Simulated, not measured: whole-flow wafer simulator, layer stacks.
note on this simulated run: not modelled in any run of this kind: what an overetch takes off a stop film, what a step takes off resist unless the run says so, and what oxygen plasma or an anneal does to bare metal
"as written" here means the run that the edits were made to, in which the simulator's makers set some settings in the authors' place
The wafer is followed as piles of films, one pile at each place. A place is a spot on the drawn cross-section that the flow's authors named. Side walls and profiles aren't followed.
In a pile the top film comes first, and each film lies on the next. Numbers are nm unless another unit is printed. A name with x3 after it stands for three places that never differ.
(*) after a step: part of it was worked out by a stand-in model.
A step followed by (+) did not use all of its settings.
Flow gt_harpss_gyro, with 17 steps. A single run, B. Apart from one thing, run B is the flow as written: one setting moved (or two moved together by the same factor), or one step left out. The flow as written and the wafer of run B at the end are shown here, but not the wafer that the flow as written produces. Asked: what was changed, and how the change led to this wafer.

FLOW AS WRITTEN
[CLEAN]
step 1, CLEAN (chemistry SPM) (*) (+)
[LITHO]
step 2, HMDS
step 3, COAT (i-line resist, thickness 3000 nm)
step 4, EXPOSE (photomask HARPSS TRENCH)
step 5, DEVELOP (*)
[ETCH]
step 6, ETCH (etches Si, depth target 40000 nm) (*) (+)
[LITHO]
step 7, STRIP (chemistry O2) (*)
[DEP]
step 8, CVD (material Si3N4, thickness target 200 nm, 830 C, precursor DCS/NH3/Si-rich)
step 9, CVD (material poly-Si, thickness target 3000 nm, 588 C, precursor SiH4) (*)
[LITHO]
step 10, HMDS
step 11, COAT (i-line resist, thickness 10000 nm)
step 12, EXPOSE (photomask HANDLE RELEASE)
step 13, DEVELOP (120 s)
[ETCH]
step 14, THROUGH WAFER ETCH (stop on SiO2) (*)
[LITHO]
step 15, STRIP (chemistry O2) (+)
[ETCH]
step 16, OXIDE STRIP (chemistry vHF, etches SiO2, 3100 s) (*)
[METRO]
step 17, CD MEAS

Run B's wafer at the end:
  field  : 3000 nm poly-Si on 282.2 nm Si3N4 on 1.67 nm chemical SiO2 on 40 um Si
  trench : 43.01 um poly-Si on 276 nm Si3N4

The reason: step 8, CVD: thickness target 282.2 nm was run, while the flow as written has thickness target 200 nm.
The wafer lets one read it off: field has Si3N4 282.2, and step 8 as written asks for 200 nm.

The path from the change to this, step by step:
  step 8, CVD (material Si3N4, thickness target 200 nm, 830 C, precursor DCS/NH3/Si-rich)
      field: +282.2 Si3N4 (new film) (as written it would have been: +200 Si3N4 (new film))
      trench: +276 Si3N4 (new film) (as written it would have been: +195.9 Si3N4 (new film))
